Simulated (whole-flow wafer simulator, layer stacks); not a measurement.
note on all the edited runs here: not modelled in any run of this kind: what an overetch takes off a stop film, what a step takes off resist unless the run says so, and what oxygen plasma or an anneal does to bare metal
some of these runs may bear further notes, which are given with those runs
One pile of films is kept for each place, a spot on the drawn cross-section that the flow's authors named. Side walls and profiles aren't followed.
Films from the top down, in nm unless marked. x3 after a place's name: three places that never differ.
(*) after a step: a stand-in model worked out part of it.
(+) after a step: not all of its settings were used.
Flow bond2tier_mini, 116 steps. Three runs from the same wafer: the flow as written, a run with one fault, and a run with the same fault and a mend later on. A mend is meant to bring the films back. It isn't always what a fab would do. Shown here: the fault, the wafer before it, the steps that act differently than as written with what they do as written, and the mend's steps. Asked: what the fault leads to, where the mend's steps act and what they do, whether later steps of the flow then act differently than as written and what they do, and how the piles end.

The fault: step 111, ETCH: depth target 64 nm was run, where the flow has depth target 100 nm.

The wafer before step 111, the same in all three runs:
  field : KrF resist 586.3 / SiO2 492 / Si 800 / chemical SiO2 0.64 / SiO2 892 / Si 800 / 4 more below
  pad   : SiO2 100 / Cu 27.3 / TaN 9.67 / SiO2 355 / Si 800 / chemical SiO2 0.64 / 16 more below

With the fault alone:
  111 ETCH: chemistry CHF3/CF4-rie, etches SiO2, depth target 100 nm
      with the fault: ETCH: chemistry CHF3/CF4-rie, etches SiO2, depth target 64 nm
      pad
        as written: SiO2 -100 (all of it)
        with the fault: SiO2 -64
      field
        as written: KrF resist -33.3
        with the fault: KrF resist -21.3
  Later steps of the flow that act differently than as written (1 more step differs only slightly, by at most 2% or 0.5 nm, whichever is larger, and isn't shown):
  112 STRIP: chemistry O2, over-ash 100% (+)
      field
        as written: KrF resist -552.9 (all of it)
        with the fault: KrF resist -564.9 (all of it)
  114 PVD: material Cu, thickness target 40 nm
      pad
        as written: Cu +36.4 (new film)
        with the fault: Cu +37.7 (new film)
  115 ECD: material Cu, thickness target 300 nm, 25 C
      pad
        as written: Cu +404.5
        with the fault: Cu +366.9
  At the end the piles differ from the flow's by more than 2% or 0.5 nm, whichever is larger, at pad.
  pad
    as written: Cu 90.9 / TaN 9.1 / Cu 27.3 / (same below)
    with the fault: Cu 54.6 / TaN 9.42 / SiO2 36 / Cu 27.3 / (same below)

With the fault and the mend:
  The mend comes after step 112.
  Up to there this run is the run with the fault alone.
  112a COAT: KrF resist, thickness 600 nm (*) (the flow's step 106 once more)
      field
        KrF resist +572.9 (new film)
      pad
        KrF resist +628.3 (new film)
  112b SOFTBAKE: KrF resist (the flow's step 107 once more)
      changes no film at any place that is followed
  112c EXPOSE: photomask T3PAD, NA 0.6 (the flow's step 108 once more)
      changes no film at any place that is followed
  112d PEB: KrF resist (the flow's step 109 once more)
      changes no film at any place that is followed
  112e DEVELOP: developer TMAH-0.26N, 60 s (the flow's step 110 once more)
      field
        KrF resist -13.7
      pad
        KrF resist -628.3 (all of it)
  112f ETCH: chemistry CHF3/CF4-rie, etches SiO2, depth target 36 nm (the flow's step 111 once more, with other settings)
      field
        KrF resist -12
      pad
        SiO2 -36 (all of it)
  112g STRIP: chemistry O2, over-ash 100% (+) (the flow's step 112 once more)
      field
        KrF resist -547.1 (all of it)
  No later step of the flow acts differently than as written at any place that is followed.
  At the end the piles are the same as the flow's at every place that both follow.
